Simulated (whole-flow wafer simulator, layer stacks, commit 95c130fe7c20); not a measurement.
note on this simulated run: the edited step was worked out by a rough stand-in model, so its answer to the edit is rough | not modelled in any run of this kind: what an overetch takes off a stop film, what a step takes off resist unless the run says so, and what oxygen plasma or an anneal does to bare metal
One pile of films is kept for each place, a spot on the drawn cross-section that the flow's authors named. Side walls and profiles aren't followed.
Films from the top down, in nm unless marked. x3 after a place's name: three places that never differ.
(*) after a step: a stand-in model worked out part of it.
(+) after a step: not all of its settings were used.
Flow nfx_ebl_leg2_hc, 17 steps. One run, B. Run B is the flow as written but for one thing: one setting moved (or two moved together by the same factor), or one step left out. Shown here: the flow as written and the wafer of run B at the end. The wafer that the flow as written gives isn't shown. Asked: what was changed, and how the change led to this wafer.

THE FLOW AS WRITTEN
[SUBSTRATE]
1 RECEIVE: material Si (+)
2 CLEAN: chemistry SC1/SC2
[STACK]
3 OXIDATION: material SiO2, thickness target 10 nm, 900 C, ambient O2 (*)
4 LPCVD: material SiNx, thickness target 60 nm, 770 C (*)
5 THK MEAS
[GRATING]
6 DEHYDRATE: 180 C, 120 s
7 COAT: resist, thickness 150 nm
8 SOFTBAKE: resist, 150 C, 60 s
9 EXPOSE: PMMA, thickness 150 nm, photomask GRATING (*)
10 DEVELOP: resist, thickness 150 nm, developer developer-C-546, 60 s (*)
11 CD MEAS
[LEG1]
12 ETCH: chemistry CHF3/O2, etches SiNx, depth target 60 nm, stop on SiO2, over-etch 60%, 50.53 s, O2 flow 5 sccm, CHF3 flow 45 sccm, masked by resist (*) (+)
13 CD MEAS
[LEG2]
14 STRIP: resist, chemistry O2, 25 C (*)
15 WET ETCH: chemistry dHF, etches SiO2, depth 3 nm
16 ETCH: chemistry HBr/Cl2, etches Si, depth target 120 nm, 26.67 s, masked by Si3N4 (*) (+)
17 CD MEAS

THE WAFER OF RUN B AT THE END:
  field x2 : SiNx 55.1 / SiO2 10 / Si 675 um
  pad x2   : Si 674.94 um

The cause: step 16, ETCH: depth target 51 nm was run, where the flow has depth target 120 nm; step 16, ETCH: 11.33 s was run, where the flow has 26.67 s.

How the change led to this, step by step:
  16 ETCH: chemistry HBr/Cl2, etches Si, depth target 120 nm, 26.67 s, masked by Si3N4 (*) (+)
      field x2: SiNx -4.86 (as written it would be: SiNx -11.4)
      pad x2: Si -51 (as written it would be: Si -120)
